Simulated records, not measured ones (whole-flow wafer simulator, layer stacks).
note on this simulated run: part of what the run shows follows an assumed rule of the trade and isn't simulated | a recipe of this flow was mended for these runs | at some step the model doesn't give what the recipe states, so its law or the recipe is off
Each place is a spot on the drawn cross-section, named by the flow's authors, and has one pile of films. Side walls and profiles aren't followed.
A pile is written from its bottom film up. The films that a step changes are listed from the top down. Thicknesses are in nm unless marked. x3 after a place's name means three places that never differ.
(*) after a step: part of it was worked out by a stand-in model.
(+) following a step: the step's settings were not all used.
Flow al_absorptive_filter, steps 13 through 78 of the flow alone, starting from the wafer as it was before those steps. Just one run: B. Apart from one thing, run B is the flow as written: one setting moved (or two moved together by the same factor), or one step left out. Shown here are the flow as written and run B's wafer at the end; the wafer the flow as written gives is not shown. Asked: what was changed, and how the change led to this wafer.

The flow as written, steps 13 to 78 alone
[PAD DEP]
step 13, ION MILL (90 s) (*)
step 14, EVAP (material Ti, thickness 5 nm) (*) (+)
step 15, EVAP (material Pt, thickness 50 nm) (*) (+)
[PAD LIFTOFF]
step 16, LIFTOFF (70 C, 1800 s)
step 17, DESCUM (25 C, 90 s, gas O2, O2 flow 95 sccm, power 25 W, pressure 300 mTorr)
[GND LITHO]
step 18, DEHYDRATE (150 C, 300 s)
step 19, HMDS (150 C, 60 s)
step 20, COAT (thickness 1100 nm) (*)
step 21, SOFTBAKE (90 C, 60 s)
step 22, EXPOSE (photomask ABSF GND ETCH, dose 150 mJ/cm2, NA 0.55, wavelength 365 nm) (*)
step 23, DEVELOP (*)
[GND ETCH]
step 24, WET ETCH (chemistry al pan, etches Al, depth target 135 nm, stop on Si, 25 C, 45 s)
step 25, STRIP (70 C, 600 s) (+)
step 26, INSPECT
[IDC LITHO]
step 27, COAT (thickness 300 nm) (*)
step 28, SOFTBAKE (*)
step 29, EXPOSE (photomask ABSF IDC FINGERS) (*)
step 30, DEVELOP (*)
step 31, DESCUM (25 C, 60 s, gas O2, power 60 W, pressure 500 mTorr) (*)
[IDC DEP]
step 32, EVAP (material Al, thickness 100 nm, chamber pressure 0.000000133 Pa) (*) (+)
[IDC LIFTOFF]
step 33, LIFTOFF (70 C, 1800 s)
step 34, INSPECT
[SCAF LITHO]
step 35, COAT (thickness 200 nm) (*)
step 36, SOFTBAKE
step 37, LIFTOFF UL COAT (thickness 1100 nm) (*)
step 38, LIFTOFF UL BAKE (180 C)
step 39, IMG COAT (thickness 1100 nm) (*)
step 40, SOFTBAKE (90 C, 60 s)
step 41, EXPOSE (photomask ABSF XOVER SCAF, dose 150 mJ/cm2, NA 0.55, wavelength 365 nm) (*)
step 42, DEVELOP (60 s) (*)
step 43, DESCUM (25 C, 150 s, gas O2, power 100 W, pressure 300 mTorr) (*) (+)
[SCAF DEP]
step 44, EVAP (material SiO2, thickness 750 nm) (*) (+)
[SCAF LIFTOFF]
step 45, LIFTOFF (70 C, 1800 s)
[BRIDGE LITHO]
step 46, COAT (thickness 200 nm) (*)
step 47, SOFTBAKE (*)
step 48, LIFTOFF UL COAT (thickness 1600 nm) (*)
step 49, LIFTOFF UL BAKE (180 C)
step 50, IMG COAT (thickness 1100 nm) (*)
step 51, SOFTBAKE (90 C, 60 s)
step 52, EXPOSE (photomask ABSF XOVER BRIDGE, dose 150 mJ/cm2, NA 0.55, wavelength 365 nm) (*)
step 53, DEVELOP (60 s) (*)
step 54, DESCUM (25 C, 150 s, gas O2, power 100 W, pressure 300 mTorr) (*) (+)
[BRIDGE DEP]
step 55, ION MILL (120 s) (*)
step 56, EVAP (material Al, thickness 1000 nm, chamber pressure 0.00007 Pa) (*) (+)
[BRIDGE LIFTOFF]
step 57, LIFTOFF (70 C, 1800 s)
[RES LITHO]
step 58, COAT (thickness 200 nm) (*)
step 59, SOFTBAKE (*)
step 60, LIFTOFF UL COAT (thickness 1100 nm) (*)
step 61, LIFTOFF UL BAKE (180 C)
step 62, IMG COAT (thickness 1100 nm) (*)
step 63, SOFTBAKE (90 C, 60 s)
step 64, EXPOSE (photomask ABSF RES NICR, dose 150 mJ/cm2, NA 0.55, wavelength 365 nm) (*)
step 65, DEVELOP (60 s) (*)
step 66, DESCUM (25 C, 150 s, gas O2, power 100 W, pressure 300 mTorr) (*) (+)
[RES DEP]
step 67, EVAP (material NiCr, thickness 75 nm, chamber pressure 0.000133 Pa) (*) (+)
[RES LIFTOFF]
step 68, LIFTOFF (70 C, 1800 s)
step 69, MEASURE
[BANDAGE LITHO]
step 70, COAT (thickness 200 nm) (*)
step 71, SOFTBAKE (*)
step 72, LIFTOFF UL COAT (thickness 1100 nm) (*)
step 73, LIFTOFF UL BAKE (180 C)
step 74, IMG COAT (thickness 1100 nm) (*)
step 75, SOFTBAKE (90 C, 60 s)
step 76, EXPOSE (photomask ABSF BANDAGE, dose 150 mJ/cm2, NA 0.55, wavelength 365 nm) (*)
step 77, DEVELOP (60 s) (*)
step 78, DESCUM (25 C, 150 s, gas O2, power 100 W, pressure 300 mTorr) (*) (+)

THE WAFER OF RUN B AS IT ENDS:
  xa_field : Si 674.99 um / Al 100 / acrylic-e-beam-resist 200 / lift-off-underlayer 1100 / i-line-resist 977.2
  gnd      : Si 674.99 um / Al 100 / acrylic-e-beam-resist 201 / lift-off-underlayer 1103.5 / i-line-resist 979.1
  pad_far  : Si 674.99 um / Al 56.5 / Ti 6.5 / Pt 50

The reason: step 14, EVAP: thickness 6.5 nm was run, whereas the flow has thickness 5 nm.
The wafer itself shows it: pad_far has Ti 6.5, and step 14 as written asks for 5 nm.

The path from the change to this, step by step:
  step 14, EVAP (material Ti, thickness 5 nm) (*) (+)
      gnd, pad_far, pad_near and 11 more: Ti gains 6.5 (new film) (in the flow as written it would be: Ti gains 5 (new film))
  step 16, LIFTOFF (70 C, 1800 s)
      gnd, ledge, res and 9 more: Pt loses 50 (all of it), Ti loses 6.5 (all of it), i-line-resist loses 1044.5 (all of it), lift-off-underlayer loses 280 (all of it) (in the flow as written it would be: Pt loses 50 (all of it), Ti loses 5 (all of it), i-line-resist loses 1044.5 (all of it), lift-off-underlayer loses 280 (all of it))
